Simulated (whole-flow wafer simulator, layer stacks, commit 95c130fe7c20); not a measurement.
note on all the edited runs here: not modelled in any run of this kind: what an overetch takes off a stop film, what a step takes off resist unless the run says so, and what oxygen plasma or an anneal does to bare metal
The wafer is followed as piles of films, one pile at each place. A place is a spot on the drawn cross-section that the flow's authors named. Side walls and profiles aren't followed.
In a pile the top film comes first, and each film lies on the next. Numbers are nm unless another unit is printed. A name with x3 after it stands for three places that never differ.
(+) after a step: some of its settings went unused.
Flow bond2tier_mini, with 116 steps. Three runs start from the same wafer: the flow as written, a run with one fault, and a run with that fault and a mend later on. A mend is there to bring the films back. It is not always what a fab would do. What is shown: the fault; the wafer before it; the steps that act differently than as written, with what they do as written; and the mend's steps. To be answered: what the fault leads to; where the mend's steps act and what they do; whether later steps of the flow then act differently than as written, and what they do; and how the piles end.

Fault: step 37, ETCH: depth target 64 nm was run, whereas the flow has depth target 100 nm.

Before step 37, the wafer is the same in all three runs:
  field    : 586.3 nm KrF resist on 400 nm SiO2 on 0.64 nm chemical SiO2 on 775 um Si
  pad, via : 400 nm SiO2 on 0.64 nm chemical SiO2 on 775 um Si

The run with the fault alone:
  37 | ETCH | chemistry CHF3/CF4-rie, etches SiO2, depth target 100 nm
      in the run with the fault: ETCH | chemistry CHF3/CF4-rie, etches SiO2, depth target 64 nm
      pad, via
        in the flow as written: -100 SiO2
        in the run with the fault: -64 SiO2
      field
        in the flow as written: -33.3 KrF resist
        in the run with the fault: -21.3 KrF resist
  Steps further on in the flow that do not act as written (not shown: 1 more step that differs only slightly, by at most 2% or 0.5 nm, whichever is larger):
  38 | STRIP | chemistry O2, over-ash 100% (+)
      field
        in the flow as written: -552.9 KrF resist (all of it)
        in the run with the fault: -564.9 KrF resist (all of it)
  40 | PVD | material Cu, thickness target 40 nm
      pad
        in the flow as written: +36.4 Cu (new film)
        in the run with the fault: +37.7 Cu (new film)
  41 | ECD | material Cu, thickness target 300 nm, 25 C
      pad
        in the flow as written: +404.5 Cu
        in the run with the fault: +366.9 Cu
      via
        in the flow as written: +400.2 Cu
        in the run with the fault: +364 Cu
  The piles end different from the flow's at pad by more than 2% or 0.5 nm, whichever is larger.
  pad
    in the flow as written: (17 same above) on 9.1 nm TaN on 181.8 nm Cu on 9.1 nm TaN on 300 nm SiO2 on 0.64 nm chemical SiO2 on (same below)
    in the run with the fault: (17 same above) on 9.1 nm TaN on 145.5 nm Cu on 9.42 nm TaN on 336 nm SiO2 on 0.64 nm chemical SiO2 on (same below)

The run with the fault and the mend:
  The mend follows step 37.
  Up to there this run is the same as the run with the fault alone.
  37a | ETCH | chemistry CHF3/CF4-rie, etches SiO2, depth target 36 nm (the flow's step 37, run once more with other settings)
      pad, via
        -36 SiO2
      field
        -12 KrF resist
  None of the later steps of the flow acts differently than as written at any place that is followed.
  By the end, the piles equal the flow's at every place that both follow.
